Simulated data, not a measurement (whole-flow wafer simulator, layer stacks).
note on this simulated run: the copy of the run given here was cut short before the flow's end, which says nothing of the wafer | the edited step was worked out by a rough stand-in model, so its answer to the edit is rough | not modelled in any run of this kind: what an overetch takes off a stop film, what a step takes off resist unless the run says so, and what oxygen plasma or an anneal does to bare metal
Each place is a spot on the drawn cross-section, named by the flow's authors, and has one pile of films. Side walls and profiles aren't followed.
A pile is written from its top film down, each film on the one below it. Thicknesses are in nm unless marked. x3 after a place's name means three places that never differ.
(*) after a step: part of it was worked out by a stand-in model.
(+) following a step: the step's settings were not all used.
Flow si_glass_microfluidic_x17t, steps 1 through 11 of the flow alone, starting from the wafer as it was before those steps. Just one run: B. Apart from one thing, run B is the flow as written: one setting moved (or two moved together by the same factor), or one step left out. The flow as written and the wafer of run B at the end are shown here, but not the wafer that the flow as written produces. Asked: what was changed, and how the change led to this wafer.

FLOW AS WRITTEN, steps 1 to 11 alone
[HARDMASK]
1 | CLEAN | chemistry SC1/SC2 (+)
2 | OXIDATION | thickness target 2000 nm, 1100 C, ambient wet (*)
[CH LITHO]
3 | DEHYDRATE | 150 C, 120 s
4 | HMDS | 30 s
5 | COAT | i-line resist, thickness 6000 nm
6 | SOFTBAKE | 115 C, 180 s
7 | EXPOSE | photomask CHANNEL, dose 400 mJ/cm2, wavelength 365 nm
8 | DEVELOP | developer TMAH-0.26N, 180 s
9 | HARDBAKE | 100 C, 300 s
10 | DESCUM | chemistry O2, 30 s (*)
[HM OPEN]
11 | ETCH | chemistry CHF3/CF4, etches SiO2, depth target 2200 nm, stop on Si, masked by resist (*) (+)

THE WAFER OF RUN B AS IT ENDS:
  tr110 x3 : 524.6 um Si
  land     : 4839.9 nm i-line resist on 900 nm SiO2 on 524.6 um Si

What caused this: step 2, OXIDATION: thickness target 900 nm was run, though the flow has thickness target 2000 nm.
The wafer lets one read it off: land has SiO2 900, and step 2 as written asks for 2000 nm.

The path from the change to this, step by step:
  2 | OXIDATION | thickness target 2000 nm, 1100 C, ambient wet (*)
      land, tr110 x3: +900 SiO2 (new film), -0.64 chemical SiO2 (all of it), -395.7 Si (as written it would have been: +2000 SiO2 (new film), -0.64 chemical SiO2 (all of it), -879.7 Si)
  11 | ETCH | chemistry CHF3/CF4, etches SiO2, depth target 2200 nm, stop on Si, masked by resist (*) (+)
      tr110 x3: -900 SiO2 (all of it) (as written it would have been: -2000 SiO2 (all of it))
      land: -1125 i-line resist (as written it would have been: -1833.3 i-line resist)
